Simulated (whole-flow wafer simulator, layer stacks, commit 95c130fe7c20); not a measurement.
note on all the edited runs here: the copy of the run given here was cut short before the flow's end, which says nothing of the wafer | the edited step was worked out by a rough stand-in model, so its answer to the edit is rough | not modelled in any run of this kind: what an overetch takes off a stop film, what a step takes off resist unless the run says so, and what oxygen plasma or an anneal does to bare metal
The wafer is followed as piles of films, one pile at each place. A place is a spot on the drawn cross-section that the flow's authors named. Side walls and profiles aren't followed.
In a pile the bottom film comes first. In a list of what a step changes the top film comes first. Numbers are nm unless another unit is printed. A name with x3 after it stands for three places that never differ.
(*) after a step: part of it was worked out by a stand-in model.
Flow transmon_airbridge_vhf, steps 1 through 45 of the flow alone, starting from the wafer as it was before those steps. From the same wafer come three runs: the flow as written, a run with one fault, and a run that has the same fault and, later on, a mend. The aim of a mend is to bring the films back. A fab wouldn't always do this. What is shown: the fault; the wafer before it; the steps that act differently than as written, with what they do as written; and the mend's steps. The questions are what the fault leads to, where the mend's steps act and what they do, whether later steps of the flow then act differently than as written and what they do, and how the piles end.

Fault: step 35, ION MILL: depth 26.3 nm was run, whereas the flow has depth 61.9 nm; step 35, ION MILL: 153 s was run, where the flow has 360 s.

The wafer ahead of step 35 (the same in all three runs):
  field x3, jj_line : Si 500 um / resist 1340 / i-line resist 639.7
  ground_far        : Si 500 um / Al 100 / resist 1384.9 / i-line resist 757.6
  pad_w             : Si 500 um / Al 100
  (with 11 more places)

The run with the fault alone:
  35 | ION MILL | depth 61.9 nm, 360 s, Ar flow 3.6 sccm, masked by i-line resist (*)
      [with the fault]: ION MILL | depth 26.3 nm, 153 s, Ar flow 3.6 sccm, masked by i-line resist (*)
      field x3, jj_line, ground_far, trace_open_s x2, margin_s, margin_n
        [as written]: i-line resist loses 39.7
        [with the fault]: i-line resist loses 16.9
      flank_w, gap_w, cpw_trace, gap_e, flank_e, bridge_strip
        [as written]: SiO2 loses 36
        [with the fault]: SiO2 loses 15.3
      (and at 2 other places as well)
  Steps further on in the flow that do not act as written (not shown: 3 more steps that differ only slightly, by at most 2% or 0.5 nm, whichever is larger):
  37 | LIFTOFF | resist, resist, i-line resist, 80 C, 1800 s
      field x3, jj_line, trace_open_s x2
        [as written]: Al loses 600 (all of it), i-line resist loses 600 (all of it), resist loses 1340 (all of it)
        [with the fault]: Al loses 600 (all of it), i-line resist loses 622.8 (all of it), resist loses 1340 (all of it)
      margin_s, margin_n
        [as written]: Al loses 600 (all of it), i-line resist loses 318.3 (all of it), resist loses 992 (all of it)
        [with the fault]: Al loses 600 (all of it), i-line resist loses 341.1 (all of it), resist loses 992 (all of it)
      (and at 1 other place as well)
  The piles end different from the flow's at pad_w, flank_w, gap_w, cpw_trace, gap_e, flank_e, pad_e, bridge_strip by more than 2% or 0.5 nm, whichever is larger.
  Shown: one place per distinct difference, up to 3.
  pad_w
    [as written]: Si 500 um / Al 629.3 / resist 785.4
    [with the fault]: Si 500 um / Al 665.1 / resist 779.7
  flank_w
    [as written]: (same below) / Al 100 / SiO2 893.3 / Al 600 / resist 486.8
    [with the fault]: (same below) / Al 100 / SiO2 914 / Al 600 / resist 486.6
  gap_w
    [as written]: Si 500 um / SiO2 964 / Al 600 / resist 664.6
    [with the fault]: Si 500 um / SiO2 984.7 / Al 600 / resist 663.2

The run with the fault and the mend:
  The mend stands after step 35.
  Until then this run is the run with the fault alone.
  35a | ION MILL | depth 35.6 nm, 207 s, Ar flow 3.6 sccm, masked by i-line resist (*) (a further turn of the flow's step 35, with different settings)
      field x3, jj_line, ground_far, trace_open_s x2, margin_s, margin_n
        i-line resist loses 22.9
      flank_w, gap_w, cpw_trace, gap_e, flank_e, bridge_strip
        SiO2 loses 20.7
      pad_w, pad_e
        Al loses 35.6
  Later steps of the flow that are run all act as written at every place that is followed.
  The piles end the same as the flow's at every place that both follow.
